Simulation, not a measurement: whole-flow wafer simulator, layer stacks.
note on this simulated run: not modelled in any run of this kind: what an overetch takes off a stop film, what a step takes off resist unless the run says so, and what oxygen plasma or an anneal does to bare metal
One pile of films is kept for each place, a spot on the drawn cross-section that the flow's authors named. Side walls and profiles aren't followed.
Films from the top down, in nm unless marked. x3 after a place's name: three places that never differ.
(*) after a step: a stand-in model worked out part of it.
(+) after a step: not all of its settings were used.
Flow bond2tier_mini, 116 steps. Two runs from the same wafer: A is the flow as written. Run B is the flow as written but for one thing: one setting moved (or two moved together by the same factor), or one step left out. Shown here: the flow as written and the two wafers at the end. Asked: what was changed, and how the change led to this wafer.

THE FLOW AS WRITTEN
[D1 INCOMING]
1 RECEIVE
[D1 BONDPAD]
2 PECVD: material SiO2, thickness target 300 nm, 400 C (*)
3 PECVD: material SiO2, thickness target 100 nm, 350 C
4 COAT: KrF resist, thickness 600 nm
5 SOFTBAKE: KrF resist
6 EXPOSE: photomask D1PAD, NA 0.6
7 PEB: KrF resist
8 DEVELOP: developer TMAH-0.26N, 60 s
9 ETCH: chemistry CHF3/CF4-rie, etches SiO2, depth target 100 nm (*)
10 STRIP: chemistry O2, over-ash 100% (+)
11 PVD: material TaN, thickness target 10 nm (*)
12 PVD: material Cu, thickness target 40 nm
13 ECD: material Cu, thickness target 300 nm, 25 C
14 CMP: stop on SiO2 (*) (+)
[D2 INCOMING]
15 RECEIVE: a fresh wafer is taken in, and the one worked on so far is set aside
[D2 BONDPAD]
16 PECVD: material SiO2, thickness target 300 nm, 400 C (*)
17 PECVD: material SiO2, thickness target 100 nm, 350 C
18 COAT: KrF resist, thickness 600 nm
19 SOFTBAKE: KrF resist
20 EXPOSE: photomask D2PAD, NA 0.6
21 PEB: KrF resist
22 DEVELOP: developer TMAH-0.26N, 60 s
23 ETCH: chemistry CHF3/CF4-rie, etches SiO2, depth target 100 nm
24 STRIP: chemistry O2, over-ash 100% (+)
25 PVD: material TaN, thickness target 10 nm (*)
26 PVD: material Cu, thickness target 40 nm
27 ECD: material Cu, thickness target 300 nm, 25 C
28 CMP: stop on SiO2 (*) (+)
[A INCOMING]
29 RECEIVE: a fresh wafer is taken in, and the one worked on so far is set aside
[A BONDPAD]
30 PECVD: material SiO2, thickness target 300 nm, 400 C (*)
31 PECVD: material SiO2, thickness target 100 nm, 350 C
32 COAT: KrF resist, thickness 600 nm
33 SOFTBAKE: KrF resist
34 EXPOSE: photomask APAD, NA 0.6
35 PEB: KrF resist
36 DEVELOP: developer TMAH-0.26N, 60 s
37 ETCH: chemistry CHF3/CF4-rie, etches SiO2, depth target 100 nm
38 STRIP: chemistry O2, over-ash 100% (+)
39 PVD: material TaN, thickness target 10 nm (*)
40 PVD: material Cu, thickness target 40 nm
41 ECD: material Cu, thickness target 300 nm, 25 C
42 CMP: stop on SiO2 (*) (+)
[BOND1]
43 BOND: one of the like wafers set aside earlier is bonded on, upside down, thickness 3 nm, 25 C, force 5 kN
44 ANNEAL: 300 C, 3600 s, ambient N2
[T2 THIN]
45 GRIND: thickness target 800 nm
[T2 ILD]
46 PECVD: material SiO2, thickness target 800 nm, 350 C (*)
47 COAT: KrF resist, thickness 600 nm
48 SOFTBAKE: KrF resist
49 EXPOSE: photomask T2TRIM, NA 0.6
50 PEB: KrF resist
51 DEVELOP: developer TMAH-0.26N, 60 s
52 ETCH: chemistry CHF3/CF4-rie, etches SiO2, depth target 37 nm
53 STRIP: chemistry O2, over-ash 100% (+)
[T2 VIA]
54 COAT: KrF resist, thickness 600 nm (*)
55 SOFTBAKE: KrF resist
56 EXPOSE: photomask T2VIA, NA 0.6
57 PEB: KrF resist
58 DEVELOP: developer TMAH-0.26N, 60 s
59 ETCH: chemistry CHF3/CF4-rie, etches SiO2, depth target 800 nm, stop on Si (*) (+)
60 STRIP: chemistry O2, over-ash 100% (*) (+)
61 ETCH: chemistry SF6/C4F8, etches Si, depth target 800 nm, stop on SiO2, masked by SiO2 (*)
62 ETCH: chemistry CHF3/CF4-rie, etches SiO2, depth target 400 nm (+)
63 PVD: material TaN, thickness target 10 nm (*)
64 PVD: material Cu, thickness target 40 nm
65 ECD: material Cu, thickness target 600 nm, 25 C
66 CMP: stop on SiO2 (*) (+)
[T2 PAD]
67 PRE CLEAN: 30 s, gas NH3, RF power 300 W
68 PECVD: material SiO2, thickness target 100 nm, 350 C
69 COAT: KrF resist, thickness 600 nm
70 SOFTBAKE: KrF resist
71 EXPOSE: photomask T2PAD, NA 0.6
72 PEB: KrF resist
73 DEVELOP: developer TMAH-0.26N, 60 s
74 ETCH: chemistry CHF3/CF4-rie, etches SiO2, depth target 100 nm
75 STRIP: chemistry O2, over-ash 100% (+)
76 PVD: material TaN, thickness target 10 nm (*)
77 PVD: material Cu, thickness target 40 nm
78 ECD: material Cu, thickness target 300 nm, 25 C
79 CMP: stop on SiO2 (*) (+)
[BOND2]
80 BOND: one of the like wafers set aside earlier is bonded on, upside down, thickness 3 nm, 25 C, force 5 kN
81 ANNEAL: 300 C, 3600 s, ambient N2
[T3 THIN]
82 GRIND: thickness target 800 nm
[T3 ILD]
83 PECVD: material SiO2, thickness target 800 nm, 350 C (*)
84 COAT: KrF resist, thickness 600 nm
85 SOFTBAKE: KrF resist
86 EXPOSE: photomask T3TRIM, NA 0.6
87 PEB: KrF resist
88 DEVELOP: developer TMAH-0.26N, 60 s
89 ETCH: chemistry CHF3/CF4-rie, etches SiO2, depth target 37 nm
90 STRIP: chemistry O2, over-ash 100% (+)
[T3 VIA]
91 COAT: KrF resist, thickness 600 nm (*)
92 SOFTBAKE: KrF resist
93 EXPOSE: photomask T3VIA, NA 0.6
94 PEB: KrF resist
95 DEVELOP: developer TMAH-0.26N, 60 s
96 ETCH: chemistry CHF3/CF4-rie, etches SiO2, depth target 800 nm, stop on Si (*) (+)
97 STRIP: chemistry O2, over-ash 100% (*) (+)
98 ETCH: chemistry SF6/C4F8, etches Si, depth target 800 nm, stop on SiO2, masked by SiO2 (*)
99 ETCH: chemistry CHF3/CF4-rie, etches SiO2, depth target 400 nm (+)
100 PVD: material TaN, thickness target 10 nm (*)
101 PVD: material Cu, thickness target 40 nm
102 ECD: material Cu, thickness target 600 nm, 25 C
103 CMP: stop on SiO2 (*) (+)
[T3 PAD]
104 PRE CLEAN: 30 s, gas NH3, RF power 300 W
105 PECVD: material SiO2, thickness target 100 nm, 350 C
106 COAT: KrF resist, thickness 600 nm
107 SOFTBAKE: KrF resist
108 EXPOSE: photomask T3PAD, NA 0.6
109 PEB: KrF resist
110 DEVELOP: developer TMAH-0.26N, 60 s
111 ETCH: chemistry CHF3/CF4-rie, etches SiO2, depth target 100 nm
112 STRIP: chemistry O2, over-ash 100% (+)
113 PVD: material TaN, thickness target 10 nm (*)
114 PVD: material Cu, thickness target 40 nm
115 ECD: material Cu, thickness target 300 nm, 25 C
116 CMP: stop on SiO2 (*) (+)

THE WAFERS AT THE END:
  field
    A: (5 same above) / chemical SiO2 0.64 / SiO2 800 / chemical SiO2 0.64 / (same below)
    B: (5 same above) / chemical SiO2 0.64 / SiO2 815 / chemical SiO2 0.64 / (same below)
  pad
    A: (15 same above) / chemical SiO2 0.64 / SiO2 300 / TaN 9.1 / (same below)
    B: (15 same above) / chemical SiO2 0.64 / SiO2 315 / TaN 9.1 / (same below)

The cause: step 3, PECVD: thickness target 115 nm was run, where the flow has thickness target 100 nm.

How the change led to this, step by step:
  3 PECVD: material SiO2, thickness target 100 nm, 350 C
      field, pad, via: A SiO2 +100 | B SiO2 +115
  43 BOND: one of the like wafers set aside earlier is bonded on, upside down, thickness 3 nm, 25 C, force 5 kN
      field: A Si +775 um (new film), chemical SiO2 +0.64 (new film), SiO2 +400 | B Si +775 um (new film), chemical SiO2 +0.64 (new film), SiO2 +415
      pad: A Si +775 um (new film), chemical SiO2 +0.64 (new film), SiO2 +300 (new film), TaN +9.1 (new film), Cu +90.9 | B Si +775 um (new film), chemical SiO2 +0.64 (new film), SiO2 +315 (new film), TaN +9.1 (new film), Cu +90.9
      (and at 1 more place)
